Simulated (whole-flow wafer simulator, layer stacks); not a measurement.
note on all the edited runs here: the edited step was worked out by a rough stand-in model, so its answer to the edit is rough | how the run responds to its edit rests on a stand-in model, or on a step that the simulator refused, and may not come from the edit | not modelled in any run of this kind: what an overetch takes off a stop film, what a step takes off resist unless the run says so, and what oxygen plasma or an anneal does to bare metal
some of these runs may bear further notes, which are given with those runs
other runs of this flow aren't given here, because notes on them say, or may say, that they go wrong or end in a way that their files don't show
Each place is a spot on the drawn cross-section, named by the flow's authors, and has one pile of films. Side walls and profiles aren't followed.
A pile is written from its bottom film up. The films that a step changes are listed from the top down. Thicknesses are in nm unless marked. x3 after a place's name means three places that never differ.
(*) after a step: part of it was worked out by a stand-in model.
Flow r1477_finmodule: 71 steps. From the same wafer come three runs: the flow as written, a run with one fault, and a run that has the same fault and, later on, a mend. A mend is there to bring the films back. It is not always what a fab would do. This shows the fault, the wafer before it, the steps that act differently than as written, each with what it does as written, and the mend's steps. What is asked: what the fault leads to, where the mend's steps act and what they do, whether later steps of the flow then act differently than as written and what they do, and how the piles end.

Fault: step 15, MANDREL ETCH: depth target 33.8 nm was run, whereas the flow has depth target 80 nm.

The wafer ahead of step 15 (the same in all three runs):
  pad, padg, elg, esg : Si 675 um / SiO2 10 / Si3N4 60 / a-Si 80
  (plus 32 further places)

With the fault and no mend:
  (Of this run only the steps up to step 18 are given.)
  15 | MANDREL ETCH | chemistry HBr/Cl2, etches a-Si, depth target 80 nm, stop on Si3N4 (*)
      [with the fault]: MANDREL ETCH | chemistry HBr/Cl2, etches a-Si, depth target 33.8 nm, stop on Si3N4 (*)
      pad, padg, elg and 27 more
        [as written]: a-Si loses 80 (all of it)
        [with the fault]: a-Si loses 33.8
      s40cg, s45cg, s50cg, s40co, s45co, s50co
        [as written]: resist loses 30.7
        [with the fault]: resist loses 13
  Steps later in the flow that act otherwise than as written:
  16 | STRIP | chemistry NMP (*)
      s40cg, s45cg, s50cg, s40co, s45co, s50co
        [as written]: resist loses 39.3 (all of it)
        [with the fault]: resist loses 57 (all of it)
  Once step 18 is done, the piles at pad, padg, elg and 27 more depart from the flow's by more than 2% or 0.5 nm, whichever is larger.
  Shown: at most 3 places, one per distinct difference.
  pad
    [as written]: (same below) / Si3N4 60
    [with the fault]: (same below) / Si3N4 60 / a-Si 46.2

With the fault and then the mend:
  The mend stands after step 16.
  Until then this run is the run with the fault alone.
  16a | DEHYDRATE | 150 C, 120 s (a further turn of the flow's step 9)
      does not change any film at any place that is followed
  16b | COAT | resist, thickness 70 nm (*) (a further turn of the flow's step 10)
      pad, padg, elg and 15 more
        resist gains 70 (new film)
      s40cg, s40co
        resist gains 47.7 (new film)
      s40sg, s40so
        resist gains 81 (new film)
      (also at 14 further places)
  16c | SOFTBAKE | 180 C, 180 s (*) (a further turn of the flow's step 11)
      does not change any film at any place that is followed
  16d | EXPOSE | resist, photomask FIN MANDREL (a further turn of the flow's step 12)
      does not change any film at any place that is followed
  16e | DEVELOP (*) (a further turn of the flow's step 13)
      pad, padg, elg and 15 more
        resist loses 70 (all of it)
      s40sg, s40so
        resist loses 81 (all of it)
      s40sg_line, s40so_line
        resist loses 81.3 (all of it)
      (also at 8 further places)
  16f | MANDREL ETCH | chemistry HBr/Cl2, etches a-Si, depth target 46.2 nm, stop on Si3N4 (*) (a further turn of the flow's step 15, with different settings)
      pad, padg, elg and 27 more
        a-Si loses 46.2 (all of it)
      s40cg, s45cg, s50cg, s40co, s45co, s50co
        resist loses 17.7
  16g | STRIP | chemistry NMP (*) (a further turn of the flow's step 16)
      s40cg, s40co
        resist loses 30 (all of it)
      s45cg, s45co
        resist loses 31.4 (all of it)
      s50cg, s50co
        resist loses 32.8 (all of it)
  None of the later steps of the flow acts differently than as written at any place that is followed.
  The piles end the same as the flow's at every place that both follow.
